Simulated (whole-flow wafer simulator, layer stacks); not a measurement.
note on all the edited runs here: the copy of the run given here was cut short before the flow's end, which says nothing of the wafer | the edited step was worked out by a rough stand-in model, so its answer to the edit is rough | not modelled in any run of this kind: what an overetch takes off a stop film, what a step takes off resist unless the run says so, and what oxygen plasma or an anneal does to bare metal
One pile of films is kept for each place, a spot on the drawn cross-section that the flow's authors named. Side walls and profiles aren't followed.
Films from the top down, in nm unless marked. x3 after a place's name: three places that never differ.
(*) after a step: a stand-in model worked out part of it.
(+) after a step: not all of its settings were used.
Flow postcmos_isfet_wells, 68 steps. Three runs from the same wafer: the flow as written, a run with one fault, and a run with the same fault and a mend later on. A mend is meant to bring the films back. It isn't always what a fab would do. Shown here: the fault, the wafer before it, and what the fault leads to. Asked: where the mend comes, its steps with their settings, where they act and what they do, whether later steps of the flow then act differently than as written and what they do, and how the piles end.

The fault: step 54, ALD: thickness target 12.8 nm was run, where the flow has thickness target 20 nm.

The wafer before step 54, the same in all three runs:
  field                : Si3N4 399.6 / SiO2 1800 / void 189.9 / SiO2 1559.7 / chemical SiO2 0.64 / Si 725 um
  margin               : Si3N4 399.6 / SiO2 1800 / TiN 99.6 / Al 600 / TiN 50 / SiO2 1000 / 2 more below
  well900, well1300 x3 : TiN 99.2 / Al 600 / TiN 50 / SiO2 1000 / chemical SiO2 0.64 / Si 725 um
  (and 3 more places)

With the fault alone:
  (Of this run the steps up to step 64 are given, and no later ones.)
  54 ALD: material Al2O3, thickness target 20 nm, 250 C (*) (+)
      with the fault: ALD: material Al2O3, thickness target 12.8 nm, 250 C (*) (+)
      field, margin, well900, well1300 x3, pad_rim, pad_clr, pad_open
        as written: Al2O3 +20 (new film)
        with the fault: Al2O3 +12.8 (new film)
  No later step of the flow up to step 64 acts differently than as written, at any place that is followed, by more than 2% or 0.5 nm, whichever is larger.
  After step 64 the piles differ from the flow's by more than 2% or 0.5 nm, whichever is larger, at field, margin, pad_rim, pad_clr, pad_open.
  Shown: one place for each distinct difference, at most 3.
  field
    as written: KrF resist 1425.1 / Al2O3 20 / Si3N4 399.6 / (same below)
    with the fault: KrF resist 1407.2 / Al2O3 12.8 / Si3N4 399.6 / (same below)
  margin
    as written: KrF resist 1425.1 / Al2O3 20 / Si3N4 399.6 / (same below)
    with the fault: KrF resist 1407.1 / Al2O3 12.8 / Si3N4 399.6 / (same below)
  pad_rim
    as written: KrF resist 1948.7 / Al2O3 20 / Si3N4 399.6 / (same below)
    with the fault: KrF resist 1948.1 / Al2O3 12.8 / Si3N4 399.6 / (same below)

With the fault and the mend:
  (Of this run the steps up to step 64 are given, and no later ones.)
  The mend comes after step 54.
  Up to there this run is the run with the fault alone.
  54a ALD: material Al2O3, thickness target 7.2 nm, 250 C (*) (+) (the flow's step 54 once more, with other settings)
      field, margin, well900, well1300 x3, pad_rim, pad_clr, pad_open
        Al2O3 +7.2
  No later step of the flow up to step 64 acts differently than as written at any place that is followed.
  After step 64 the piles are the same as the flow's at every place that both follow.
